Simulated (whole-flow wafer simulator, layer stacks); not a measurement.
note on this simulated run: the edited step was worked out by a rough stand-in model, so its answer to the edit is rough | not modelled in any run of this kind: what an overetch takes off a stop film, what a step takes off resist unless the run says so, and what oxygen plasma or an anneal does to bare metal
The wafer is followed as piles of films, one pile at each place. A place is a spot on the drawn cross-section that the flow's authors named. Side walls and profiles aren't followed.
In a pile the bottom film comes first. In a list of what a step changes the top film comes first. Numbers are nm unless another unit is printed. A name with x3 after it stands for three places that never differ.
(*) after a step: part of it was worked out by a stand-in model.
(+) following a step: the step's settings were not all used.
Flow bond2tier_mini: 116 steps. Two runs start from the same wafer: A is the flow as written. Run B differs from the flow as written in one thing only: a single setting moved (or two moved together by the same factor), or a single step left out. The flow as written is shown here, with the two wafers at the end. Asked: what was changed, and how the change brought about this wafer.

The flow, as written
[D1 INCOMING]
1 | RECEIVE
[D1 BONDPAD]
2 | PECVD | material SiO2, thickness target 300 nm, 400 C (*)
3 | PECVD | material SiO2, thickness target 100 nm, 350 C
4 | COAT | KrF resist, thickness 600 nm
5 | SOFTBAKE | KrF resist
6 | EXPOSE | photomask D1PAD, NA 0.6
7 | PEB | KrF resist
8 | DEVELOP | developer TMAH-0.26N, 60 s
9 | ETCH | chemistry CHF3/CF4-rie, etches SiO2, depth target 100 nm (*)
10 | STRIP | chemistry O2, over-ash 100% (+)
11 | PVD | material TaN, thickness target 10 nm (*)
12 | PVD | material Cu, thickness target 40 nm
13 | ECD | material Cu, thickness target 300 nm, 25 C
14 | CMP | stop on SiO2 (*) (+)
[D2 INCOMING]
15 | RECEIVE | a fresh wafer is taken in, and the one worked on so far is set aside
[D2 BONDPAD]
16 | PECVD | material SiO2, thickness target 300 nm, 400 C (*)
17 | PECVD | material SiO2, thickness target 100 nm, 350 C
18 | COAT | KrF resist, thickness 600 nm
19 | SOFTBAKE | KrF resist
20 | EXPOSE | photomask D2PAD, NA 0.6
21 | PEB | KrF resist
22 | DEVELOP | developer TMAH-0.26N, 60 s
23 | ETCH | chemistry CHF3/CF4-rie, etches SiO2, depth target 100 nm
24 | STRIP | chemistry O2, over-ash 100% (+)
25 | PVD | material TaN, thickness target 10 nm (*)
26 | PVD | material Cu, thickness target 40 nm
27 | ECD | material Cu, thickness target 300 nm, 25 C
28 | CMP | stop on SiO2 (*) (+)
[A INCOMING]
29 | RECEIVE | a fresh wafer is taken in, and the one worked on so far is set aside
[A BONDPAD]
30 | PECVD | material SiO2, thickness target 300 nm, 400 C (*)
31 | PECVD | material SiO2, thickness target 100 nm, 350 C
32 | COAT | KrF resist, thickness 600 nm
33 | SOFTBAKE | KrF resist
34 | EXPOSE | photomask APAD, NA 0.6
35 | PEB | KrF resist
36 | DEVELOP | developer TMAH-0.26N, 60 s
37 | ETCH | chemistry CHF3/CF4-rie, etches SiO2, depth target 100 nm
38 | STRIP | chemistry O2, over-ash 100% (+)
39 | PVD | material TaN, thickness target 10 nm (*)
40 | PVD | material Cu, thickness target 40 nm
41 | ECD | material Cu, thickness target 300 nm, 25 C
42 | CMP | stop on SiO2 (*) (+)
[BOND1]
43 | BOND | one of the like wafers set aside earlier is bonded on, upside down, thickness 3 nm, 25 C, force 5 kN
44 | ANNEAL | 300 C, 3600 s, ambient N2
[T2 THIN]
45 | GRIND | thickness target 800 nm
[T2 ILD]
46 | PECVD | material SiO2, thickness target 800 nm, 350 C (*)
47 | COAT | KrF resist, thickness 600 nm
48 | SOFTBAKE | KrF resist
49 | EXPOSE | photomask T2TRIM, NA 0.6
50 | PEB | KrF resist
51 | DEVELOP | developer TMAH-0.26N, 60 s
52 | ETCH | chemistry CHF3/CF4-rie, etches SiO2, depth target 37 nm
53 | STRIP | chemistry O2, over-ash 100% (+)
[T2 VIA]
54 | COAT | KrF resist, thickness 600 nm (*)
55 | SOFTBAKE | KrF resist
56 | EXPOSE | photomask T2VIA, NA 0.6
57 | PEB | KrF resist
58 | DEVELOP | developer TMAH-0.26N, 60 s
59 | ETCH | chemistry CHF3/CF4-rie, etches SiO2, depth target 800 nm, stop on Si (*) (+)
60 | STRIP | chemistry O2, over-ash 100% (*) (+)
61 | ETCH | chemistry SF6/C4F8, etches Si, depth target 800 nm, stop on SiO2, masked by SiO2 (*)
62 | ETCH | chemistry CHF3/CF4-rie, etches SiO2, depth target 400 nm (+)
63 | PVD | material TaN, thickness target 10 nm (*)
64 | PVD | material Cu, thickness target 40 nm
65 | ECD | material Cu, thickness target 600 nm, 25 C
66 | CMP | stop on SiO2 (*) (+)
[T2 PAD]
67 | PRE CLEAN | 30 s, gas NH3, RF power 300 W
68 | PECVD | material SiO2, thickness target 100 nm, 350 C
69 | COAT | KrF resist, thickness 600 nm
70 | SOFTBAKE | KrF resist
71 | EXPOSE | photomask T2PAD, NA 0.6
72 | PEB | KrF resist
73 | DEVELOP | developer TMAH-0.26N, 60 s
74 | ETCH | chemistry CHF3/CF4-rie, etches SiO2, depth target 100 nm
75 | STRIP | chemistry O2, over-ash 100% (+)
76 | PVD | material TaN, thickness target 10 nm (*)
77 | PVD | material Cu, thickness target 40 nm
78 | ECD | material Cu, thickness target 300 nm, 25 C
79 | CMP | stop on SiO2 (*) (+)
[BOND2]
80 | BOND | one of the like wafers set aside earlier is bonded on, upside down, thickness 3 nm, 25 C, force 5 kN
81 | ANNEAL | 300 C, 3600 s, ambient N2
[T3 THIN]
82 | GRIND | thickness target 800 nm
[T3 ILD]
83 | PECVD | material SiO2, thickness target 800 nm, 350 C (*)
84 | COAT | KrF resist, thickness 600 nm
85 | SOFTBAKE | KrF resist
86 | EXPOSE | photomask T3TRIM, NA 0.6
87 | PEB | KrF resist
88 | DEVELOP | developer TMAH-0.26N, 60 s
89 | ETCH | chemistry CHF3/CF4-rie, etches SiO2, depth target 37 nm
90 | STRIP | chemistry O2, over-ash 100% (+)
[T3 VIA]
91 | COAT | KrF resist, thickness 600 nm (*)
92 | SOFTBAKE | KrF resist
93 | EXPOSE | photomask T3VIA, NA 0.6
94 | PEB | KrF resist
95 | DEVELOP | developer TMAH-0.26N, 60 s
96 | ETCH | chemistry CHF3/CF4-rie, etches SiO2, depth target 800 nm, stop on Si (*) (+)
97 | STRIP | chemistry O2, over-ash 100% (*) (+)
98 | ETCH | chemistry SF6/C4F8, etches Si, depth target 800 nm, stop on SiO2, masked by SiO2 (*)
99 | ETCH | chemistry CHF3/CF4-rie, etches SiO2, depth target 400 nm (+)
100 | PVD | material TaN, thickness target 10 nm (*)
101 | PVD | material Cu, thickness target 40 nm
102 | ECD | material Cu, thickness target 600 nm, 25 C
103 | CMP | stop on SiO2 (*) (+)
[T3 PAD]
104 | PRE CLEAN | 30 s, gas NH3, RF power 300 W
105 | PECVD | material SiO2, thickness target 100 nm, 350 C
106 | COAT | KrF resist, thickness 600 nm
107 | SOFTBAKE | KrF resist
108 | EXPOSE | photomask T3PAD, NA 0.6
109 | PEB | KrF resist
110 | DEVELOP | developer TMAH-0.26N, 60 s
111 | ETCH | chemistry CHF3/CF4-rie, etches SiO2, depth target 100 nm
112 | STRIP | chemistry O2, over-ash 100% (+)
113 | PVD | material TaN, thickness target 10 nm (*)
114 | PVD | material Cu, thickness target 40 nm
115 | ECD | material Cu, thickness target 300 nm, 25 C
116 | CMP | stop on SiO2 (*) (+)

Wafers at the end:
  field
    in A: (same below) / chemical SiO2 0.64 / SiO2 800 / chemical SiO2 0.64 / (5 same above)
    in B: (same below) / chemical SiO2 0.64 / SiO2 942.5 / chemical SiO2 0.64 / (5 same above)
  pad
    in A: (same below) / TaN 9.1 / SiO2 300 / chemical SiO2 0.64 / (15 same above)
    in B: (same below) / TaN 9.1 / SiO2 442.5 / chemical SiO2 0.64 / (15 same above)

The reason: step 2, PECVD: thickness target 442.5 nm was run, though the flow has thickness target 300 nm.
The wafer lets one read it off: pad has SiO2 442.5, and step 2 as written asks for 300 nm.

The path from the change to this, step by step:
  2 | PECVD | material SiO2, thickness target 300 nm, 400 C (*)
      field, pad, via: A SiO2 gains 300 (new film) | B SiO2 gains 442.5 (new film)
  43 | BOND | one of the like wafers set aside earlier is bonded on, upside down, thickness 3 nm, 25 C, force 5 kN
      field: A Si gains 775 um (new film), chemical SiO2 gains 0.64 (new film), SiO2 gains 400 | B Si gains 775 um (new film), chemical SiO2 gains 0.64 (new film), SiO2 gains 542.5
      pad: A Si gains 775 um (new film), chemical SiO2 gains 0.64 (new film), SiO2 gains 300 (new film), TaN gains 9.1 (new film), Cu gains 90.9 | B Si gains 775 um (new film), chemical SiO2 gains 0.64 (new film), SiO2 gains 442.5 (new film), TaN gains 9.1 (new film), Cu gains 90.9
      (also at 1 further place)
